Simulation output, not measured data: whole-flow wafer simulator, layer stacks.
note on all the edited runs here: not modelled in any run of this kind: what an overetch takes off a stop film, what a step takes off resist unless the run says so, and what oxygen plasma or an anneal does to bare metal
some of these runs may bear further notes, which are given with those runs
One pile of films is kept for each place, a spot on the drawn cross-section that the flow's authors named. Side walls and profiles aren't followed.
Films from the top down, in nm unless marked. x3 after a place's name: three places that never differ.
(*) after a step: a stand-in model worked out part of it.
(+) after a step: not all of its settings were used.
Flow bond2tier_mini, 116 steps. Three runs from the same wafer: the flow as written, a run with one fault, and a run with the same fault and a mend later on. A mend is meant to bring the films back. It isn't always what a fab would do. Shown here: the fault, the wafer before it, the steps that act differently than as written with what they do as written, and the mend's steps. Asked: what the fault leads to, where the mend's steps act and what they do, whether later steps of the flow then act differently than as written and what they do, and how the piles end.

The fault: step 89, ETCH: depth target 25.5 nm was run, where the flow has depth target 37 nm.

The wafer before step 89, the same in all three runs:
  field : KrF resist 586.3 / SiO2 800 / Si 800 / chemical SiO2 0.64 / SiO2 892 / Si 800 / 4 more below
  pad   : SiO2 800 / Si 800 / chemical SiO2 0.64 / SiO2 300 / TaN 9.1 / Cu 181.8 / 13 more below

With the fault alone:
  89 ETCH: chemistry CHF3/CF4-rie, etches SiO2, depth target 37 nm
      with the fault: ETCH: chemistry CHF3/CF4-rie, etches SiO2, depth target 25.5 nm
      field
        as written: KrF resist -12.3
        with the fault: KrF resist -8.5
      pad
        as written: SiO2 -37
        with the fault: SiO2 -25.5
  No later step of the flow acts differently than as written, at any place that is followed, by more than 2% or 0.5 nm, whichever is larger.
  At the end the piles differ from the flow's by more than 2% or 0.5 nm, whichever is larger, at pad.
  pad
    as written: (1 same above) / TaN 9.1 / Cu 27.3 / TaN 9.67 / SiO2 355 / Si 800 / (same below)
    with the fault: (1 same above) / TaN 9.1 / Cu 15.7 / TaN 9.77 / SiO2 366.5 / Si 800 / (same below)

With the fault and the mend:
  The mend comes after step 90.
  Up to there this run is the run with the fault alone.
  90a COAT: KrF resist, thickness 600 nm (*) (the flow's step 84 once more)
      field
        KrF resist +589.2 (new film)
      pad
        KrF resist +611.3 (new film)
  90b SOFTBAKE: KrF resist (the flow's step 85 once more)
      changes no film at any place that is followed
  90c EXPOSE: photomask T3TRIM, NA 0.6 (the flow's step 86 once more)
      changes no film at any place that is followed
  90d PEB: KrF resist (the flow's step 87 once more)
      changes no film at any place that is followed
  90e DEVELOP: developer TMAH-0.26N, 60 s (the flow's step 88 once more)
      field
        KrF resist -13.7
      pad
        KrF resist -611.3 (all of it)
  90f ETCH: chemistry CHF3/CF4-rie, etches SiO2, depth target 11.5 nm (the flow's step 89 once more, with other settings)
      field
        KrF resist -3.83
      pad
        SiO2 -11.5
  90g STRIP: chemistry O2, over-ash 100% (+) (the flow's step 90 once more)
      field
        KrF resist -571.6 (all of it)
  No later step of the flow acts differently than as written at any place that is followed.
  At the end the piles are the same as the flow's at every place that both follow.
